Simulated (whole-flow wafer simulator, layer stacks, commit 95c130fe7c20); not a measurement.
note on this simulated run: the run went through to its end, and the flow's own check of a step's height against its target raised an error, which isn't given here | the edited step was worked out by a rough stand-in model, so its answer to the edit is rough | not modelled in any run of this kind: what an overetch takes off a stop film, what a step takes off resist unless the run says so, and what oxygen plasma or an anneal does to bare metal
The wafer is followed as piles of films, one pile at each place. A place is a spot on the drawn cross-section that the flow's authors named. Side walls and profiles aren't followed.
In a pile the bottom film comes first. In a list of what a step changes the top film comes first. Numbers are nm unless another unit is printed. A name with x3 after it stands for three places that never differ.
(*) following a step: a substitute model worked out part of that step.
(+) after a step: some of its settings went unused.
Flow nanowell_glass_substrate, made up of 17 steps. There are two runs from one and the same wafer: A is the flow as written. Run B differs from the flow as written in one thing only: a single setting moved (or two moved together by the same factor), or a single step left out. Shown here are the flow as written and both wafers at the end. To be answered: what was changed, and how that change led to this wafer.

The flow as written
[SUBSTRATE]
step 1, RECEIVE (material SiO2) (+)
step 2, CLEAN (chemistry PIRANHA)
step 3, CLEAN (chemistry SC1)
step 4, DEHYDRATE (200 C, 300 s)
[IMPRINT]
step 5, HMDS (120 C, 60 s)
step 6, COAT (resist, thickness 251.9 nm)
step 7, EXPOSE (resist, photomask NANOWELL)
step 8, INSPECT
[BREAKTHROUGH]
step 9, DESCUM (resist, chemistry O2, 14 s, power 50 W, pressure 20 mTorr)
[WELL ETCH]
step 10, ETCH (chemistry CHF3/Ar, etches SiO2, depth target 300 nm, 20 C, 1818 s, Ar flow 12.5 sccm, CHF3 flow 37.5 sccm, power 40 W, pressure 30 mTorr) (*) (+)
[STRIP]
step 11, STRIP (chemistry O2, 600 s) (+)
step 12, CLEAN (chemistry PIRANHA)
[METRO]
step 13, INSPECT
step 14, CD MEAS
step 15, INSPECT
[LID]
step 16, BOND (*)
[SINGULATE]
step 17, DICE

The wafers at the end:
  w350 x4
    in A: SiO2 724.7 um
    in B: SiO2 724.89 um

Cause: step 10, ETCH: depth target 114.9 nm was run, though the flow has depth target 300 nm; step 10, ETCH: 696.3 s was run, where the flow has 1818 s.

Step by step, how the change led to this:
  step 10, ETCH (chemistry CHF3/Ar, etches SiO2, depth target 300 nm, 20 C, 1818 s, Ar flow 12.5 sccm, CHF3 flow 37.5 sccm, power 40 W, pressure 30 mTorr) (*) (+)
      w350 x4: A -300 SiO2 | B -114.9 SiO2
      land: A -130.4 resist | B -50 resist
  step 11, STRIP (chemistry O2, 600 s) (+)
      land: A -125.9 resist (all of it) | B -206.4 resist (all of it)
